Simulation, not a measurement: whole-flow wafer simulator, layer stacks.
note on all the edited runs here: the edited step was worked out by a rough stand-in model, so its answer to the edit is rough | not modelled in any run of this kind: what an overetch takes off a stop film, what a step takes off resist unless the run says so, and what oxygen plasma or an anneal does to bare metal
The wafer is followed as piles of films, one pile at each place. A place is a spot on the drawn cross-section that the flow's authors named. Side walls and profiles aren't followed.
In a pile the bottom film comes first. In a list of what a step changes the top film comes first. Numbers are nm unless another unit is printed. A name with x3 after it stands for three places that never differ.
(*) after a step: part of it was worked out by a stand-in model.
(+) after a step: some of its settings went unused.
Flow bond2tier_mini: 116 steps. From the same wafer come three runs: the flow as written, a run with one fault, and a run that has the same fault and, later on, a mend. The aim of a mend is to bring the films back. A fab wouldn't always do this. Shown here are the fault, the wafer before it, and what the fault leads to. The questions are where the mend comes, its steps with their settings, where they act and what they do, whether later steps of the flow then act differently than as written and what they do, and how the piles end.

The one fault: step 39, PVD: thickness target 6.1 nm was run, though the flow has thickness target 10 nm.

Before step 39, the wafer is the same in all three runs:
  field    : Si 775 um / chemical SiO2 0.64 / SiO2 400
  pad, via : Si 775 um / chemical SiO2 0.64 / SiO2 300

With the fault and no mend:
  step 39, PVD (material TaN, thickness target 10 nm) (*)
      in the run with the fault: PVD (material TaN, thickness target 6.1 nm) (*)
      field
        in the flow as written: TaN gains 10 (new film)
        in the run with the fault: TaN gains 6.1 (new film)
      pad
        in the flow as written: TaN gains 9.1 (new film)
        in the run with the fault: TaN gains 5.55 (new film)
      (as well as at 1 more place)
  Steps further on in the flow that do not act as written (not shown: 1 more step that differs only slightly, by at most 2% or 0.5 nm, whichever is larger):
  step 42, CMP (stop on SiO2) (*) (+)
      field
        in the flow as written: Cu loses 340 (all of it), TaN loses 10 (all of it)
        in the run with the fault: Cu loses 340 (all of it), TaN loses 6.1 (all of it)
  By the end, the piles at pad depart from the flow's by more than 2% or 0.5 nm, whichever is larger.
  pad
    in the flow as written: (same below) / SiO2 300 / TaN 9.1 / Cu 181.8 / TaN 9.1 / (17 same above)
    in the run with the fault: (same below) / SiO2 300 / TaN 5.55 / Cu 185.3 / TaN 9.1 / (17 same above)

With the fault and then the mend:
  The mend follows step 39.
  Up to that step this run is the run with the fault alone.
  step 39a, PVD (material TaN, thickness target 3.9 nm) (*) (a further turn of the flow's step 39, with different settings)
      field
        TaN gains 3.9
      pad
        TaN gains 3.55
      via
        TaN gains 3.89
  Later steps of the flow that are run all act as written at every place that is followed.
  By the end, the piles equal the flow's at every place that both follow.
